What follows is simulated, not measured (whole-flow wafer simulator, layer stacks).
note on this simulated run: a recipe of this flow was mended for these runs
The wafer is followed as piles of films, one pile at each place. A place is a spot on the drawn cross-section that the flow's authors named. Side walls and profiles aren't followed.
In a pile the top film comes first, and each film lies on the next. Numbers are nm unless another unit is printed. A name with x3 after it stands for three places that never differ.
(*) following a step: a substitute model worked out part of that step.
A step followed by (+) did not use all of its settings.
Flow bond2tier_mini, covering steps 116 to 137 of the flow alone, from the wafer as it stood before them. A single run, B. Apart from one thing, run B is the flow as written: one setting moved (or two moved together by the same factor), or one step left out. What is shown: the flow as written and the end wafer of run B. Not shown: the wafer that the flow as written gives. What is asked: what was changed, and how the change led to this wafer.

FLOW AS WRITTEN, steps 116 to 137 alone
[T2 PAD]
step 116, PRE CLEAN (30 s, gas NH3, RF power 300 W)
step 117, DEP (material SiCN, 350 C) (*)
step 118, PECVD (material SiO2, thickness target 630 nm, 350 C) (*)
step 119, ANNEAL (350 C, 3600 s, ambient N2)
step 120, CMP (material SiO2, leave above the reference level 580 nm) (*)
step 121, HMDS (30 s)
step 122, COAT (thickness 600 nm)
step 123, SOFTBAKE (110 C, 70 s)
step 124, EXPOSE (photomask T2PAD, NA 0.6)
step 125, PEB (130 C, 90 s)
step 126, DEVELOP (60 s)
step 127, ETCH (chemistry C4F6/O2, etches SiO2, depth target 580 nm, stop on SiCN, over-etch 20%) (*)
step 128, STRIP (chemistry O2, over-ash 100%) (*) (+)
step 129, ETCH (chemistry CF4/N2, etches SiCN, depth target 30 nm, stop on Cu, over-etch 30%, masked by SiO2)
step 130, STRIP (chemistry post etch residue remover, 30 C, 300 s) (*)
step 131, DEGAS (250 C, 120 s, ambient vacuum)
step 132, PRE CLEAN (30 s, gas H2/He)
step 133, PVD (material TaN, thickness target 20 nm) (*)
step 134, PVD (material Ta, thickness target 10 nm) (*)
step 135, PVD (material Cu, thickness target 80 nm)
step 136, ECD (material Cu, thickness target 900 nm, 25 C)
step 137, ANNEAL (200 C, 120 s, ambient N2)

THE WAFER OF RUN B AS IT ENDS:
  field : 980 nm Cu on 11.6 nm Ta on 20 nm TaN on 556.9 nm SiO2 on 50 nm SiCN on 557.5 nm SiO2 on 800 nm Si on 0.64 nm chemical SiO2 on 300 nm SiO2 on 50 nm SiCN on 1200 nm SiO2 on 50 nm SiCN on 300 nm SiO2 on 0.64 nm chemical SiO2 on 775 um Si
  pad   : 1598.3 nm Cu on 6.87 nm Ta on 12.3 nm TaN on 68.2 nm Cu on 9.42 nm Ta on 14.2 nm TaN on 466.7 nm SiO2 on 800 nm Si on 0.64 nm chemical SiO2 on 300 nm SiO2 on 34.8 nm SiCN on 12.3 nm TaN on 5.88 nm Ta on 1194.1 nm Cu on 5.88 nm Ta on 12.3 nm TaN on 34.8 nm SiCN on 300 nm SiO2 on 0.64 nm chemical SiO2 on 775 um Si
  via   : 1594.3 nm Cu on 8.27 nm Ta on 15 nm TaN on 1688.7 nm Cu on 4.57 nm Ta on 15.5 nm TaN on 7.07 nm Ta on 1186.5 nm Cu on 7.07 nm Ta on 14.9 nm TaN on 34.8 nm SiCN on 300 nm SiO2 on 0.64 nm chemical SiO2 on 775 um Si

The reason: step 134, PVD: thickness target 11.6 nm was run, whereas the flow has thickness target 10 nm.
The wafer lets one read it off: field has Ta 11.6, and step 134 as written asks for 10 nm.

The path from the change to this, step by step:
  step 134, PVD (material Ta, thickness target 10 nm) (*)
      field: +11.6 Ta (new film) (it would be, as written: +10 Ta (new film))
      pad: +6.87 Ta (new film) (it would be, as written: +5.92 Ta (new film))
      (and at 1 other place as well)
